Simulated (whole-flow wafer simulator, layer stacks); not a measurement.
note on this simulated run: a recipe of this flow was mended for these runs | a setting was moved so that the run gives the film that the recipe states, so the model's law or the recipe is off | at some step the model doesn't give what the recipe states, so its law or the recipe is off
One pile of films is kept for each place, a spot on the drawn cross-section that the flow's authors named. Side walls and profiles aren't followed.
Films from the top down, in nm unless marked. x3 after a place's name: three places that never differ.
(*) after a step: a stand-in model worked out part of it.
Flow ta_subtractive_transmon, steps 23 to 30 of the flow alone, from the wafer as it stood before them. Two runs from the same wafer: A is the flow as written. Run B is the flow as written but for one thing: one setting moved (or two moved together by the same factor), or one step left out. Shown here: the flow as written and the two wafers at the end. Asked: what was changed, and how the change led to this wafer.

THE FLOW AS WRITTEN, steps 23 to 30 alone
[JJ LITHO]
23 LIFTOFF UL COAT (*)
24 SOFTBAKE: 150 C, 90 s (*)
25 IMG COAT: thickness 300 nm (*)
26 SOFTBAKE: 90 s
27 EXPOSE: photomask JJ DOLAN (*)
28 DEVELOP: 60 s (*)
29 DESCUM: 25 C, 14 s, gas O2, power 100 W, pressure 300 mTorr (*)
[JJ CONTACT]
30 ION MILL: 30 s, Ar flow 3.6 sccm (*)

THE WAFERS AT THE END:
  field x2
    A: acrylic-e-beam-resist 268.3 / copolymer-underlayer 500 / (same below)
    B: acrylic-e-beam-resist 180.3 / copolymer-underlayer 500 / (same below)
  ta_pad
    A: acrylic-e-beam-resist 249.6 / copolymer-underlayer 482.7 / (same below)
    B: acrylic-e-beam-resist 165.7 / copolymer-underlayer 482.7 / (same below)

The cause: step 25, IMG COAT: thickness 212 nm was run, where the flow has thickness 300 nm.

How the change led to this, step by step:
  25 IMG COAT: thickness 300 nm (*)
      field x2, jj_line: A acrylic-e-beam-resist +300 (new film) | B acrylic-e-beam-resist +212 (new film)
      lead: A acrylic-e-beam-resist +312.5 (new film) | B acrylic-e-beam-resist +222 (new film)
      (and at 2 more places)
  28 DEVELOP: 60 s (*)
      jj_line: A acrylic-e-beam-resist -300 (all of it), copolymer-underlayer -500 (all of it) | B acrylic-e-beam-resist -212 (all of it), copolymer-underlayer -500 (all of it)
      lead: A acrylic-e-beam-resist -312.5 (all of it), copolymer-underlayer -554.7 (all of it) | B acrylic-e-beam-resist -222 (all of it), copolymer-underlayer -554.7 (all of it)
      (and at 1 more place)
